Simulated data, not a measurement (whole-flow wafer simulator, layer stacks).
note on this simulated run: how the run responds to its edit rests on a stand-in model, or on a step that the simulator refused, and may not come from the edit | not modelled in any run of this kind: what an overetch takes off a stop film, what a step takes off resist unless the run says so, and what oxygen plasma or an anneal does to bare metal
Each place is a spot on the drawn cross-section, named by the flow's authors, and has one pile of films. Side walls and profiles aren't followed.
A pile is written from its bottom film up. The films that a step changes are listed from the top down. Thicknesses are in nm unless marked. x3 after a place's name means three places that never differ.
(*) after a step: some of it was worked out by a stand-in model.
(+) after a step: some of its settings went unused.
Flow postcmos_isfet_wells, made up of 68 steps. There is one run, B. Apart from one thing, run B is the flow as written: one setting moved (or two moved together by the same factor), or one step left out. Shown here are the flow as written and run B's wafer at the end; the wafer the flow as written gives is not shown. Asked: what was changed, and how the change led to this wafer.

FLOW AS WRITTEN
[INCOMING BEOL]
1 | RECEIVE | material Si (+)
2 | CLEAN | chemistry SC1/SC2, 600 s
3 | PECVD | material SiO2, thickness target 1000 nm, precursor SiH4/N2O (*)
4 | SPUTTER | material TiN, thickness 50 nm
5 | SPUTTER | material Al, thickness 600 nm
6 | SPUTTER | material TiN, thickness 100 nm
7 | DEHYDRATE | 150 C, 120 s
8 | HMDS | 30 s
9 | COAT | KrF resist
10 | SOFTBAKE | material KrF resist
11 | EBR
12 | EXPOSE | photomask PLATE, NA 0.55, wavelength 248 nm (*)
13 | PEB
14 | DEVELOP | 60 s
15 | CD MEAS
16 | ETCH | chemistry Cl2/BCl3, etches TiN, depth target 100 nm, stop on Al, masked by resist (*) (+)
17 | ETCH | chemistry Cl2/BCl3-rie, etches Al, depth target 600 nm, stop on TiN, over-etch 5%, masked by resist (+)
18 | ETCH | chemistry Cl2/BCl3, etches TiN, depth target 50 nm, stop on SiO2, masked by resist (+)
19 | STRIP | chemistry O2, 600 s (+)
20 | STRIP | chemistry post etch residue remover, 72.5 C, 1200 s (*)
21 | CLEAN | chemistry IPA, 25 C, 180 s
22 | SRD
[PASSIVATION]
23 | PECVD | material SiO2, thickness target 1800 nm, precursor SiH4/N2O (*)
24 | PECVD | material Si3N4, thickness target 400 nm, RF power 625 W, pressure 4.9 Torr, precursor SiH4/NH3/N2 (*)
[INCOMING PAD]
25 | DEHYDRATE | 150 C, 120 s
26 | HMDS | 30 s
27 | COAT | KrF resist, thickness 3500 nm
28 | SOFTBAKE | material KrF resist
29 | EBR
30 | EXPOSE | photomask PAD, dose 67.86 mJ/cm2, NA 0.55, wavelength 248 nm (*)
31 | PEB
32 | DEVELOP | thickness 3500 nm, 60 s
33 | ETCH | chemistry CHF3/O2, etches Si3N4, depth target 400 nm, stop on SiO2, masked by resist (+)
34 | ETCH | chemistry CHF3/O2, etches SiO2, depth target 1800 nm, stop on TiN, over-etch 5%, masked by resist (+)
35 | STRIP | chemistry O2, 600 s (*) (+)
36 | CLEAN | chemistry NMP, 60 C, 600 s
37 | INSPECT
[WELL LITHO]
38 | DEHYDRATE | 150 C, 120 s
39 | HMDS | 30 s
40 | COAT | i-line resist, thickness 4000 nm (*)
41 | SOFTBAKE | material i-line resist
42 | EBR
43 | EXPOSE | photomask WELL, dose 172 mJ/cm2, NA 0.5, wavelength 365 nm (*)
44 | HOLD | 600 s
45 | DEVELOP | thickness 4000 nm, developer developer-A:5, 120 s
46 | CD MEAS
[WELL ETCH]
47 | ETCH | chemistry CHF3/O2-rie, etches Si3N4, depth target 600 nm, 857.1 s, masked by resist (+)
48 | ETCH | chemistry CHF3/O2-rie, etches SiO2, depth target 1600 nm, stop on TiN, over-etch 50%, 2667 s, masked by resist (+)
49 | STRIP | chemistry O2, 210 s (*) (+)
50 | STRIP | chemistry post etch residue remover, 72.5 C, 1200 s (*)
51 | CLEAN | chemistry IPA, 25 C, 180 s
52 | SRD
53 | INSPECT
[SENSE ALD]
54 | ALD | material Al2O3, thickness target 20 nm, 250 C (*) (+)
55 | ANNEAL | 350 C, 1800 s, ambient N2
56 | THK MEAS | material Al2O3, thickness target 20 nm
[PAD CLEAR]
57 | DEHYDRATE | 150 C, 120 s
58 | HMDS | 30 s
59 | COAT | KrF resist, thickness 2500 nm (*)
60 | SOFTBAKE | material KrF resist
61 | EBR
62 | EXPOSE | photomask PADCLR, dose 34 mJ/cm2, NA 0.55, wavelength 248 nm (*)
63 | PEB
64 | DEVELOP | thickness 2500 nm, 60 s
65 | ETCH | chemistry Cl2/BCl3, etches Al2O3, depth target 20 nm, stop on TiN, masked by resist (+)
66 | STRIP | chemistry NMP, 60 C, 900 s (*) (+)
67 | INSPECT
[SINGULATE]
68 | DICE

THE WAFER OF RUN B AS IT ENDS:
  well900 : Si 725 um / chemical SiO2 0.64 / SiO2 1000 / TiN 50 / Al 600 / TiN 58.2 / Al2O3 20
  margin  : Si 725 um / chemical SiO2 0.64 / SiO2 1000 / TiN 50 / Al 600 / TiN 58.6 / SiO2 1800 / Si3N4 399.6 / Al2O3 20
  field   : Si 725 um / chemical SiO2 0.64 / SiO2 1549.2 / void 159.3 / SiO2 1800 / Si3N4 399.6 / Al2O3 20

The reason: step 6, SPUTTER: thickness 59 nm was run, while the flow as written has thickness 100 nm.

Step by step, how the change led to this:
  6 | SPUTTER | material TiN, thickness 100 nm
      field, margin, well900, well1300 x3, pad_rim, pad_clr, pad_open: TiN gains 59 (new film) (it would be, as written: TiN gains 100 (new film))
  16 | ETCH | chemistry Cl2/BCl3, etches TiN, depth target 100 nm, stop on Al, masked by resist (*) (+)
      margin, well900, well1300 x3, pad_rim, pad_clr, pad_open: KrF resist loses 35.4 (it would be, as written: KrF resist loses 40)
      field: TiN loses 59 (all of it) (it would be, as written: TiN loses 100 (all of it))
  23 | PECVD | material SiO2, thickness target 1800 nm, precursor SiH4/N2O (*)
      field: SiO2 gains 1800 (new film), void gains 159.3 (new film), SiO2 gains 549.2 (it would be, as written: SiO2 gains 1800 (new film), void gains 189.9 (new film), SiO2 gains 559.7)
